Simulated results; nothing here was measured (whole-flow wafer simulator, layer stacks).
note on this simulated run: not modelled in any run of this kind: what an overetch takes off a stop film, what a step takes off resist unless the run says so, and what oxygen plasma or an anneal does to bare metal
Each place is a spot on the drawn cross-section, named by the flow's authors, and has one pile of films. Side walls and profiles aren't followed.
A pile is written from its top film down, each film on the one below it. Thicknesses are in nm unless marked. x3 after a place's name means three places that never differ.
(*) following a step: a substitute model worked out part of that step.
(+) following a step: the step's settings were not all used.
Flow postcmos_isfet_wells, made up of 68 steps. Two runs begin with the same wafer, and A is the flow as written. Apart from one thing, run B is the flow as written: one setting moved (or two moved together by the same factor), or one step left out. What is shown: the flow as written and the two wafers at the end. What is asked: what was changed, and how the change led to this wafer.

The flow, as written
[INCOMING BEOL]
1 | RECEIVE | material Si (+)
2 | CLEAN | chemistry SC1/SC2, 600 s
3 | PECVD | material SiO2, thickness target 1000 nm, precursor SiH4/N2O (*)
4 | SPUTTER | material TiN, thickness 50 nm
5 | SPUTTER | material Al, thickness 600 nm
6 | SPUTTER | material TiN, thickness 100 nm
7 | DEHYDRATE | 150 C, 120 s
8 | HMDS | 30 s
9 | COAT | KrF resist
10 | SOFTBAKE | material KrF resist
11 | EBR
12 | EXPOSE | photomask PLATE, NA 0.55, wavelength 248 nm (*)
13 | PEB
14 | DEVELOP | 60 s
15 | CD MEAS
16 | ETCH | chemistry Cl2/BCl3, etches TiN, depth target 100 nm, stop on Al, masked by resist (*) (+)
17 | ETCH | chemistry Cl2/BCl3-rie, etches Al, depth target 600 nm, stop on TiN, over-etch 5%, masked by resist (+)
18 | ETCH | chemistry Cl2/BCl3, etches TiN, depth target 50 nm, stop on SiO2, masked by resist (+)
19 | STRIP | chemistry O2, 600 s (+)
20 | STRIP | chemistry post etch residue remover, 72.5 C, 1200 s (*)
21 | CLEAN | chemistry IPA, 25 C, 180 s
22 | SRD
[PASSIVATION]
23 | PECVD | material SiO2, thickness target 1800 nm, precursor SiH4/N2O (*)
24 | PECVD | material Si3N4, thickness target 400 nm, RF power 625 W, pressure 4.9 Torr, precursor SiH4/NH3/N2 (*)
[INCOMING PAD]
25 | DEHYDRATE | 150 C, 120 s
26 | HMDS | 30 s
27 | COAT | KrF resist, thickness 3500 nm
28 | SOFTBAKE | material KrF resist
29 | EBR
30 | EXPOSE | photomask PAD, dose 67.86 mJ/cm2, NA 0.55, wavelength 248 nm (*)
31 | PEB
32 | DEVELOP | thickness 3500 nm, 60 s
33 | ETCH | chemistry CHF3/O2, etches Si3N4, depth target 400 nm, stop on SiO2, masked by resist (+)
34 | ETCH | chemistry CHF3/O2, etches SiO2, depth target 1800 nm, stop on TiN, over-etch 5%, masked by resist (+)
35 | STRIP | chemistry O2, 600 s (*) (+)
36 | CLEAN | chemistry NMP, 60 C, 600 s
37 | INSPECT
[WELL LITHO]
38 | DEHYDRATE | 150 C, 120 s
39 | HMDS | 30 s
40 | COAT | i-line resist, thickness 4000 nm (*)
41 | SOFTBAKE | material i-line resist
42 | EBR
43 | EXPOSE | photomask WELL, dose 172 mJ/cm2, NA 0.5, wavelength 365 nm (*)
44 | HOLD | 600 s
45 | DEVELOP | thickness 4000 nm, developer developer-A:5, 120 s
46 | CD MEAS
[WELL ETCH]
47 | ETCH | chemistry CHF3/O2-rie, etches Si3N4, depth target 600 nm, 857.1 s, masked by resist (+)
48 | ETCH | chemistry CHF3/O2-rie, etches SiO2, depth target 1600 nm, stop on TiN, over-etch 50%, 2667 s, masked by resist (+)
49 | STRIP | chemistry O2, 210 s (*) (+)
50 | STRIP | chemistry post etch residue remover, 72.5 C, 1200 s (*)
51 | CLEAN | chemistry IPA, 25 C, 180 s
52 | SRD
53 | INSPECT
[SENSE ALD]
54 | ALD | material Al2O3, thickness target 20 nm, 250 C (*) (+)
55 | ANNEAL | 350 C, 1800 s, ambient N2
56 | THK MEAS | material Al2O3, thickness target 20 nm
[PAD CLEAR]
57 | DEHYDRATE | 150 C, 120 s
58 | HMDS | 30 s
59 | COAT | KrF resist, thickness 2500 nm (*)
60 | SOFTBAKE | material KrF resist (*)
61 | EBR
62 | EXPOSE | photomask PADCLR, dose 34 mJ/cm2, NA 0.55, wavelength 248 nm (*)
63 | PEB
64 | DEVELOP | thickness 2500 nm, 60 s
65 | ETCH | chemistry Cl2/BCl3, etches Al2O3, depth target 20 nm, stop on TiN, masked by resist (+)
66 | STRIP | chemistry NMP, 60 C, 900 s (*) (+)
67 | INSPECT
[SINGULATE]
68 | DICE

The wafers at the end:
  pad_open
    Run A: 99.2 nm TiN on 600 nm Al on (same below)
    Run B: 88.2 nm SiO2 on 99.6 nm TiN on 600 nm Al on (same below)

What caused this: step 33, ETCH: depth target 316 nm was run, while the flow as written has depth target 400 nm.

The path from the change to this, step by step:
  33 | ETCH | chemistry CHF3/O2, etches Si3N4, depth target 400 nm, stop on SiO2, masked by resist (+)
      pad_open: A -400 Si3N4 (all of it) | B -316 Si3N4
      field, margin, well900, well1300 x3, pad_rim, pad_clr: A -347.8 KrF resist | B -274.8 KrF resist
  34 | ETCH | chemistry CHF3/O2, etches SiO2, depth target 1800 nm, stop on TiN, over-etch 5%, masked by resist (+)
      pad_open: A -1800 SiO2 (all of it) | B -84 Si3N4 (all of it), -1711.8 SiO2
  35 | STRIP | chemistry O2, 600 s (*) (+)
      field, margin, well900, well1300 x3, pad_rim, pad_clr: A -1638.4 KrF resist (all of it) | B -1711.5 KrF resist (all of it)
  41 | SOFTBAKE | material i-line resist
      pad_clr: A -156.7 i-line resist | B -147.8 i-line resist
      pad_open: A +115.3 i-line resist | B +111.4 i-line resist
